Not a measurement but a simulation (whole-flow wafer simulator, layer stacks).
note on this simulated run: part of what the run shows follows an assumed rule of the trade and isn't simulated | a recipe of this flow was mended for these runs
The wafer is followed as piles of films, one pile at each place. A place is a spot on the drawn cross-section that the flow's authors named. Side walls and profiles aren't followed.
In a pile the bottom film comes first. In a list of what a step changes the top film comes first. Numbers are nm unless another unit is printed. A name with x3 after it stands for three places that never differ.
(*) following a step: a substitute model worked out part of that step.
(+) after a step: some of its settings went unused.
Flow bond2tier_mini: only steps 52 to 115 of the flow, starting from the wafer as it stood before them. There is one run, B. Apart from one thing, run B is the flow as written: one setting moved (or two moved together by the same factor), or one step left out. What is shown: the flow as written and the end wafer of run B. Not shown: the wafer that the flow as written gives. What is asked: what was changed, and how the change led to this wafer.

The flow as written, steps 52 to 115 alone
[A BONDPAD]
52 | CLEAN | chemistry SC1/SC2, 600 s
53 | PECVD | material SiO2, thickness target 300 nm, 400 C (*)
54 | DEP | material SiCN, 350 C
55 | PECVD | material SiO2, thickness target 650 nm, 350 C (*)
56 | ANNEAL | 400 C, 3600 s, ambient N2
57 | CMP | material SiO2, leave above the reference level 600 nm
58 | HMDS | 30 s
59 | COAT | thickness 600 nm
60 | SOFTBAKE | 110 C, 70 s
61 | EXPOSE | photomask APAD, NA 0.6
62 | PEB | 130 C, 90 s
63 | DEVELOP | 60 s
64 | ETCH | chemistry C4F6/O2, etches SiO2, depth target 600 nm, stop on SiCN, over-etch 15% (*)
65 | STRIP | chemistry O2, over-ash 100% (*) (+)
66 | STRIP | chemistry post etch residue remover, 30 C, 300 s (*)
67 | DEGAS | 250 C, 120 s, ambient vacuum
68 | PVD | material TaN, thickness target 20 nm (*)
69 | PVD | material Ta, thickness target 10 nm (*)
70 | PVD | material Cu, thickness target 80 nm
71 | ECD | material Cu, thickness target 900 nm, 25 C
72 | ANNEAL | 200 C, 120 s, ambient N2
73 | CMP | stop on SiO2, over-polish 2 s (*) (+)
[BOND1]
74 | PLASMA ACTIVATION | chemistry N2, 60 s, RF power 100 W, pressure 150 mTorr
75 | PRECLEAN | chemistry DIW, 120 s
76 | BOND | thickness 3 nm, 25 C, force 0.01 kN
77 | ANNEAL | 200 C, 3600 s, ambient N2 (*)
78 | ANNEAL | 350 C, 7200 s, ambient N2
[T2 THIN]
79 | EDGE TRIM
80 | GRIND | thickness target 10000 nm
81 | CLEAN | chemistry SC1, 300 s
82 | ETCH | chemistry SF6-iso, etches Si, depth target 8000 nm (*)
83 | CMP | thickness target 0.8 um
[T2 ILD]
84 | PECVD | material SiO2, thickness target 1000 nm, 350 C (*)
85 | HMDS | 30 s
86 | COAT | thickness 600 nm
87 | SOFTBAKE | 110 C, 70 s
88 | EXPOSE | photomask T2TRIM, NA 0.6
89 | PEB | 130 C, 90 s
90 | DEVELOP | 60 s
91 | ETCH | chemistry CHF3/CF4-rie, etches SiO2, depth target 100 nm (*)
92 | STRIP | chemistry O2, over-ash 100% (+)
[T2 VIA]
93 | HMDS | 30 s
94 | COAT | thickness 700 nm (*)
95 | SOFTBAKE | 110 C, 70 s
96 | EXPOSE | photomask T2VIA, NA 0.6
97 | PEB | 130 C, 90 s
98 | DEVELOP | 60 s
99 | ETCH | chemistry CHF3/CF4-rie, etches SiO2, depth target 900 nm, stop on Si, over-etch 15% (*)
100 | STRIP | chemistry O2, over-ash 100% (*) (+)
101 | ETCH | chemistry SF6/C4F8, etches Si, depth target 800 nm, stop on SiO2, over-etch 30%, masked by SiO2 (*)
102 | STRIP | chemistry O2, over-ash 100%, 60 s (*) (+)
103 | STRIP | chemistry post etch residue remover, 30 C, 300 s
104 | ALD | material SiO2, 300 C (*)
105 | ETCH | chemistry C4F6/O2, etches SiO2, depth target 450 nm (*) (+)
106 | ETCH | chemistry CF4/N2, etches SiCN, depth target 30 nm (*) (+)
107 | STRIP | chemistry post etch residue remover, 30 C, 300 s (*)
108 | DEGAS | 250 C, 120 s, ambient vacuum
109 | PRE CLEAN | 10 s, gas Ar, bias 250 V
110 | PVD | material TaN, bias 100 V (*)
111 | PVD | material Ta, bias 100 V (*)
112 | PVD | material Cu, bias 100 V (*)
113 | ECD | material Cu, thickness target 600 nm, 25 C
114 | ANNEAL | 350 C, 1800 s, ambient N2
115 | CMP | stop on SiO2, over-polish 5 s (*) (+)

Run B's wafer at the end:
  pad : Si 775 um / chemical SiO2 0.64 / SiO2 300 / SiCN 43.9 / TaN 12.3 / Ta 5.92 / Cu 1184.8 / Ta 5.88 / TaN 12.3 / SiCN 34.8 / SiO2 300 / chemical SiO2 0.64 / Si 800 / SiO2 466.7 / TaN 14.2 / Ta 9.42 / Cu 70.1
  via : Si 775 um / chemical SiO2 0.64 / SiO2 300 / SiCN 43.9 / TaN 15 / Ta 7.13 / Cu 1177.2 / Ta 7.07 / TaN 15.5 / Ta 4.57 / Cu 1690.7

Cause: step 64, ETCH: over-etch 6% was run, whereas the flow has over-etch 15%.

Step by step, how the change led to this:
  64 | ETCH | chemistry C4F6/O2, etches SiO2, depth target 600 nm, stop on SiCN, over-etch 15% (*)
      pad, via: SiO2 loses 600 (all of it), SiCN loses 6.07 (as written it would have been: SiO2 loses 600 (all of it), SiCN loses 15.2)
      field: thick-KrF-resist loses 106 (as written it would have been: thick-KrF-resist loses 115)
